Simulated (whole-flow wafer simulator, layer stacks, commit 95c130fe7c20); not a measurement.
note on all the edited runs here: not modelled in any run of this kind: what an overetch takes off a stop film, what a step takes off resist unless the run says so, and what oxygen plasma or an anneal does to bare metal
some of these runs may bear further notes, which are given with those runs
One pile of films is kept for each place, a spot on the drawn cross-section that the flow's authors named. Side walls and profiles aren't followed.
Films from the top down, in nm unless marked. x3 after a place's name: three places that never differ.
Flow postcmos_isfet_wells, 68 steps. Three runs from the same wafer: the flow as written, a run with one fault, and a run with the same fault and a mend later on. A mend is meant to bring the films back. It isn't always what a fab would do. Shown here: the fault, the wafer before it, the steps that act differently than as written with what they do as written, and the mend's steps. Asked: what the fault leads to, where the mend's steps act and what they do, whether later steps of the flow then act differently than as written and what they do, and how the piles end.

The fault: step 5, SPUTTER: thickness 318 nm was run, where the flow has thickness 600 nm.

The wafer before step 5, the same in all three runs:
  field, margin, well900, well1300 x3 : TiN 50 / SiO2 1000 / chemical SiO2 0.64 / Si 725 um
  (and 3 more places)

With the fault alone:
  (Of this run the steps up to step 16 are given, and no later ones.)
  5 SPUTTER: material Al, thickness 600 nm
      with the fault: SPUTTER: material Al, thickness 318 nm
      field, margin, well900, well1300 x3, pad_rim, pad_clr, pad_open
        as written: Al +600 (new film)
        with the fault: Al +318 (new film)
  No later step of the flow up to step 16 acts differently than as written at any place that is followed.
  After step 16 the piles differ from the flow's by more than 2% or 0.5 nm, whichever is larger, at field, margin, well900, well1300 x3, pad_rim, pad_clr, pad_open.
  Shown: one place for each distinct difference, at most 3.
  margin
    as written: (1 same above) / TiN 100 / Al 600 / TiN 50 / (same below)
    with the fault: (1 same above) / TiN 100 / Al 318 / TiN 50 / (same below)
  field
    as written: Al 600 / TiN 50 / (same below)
    with the fault: Al 318 / TiN 50 / (same below)

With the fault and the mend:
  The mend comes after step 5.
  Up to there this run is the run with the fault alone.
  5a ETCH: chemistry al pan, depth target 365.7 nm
      field, margin, well900, well1300 x3, pad_rim, pad_clr, pad_open
        Al -318 (all of it)
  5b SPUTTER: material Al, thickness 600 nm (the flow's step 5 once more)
      field, margin, well900, well1300 x3, pad_rim, pad_clr, pad_open
        Al +600 (new film)
  No later step of the flow acts differently than as written at any place that is followed.
  At the end the piles are the same as the flow's at every place that both follow.
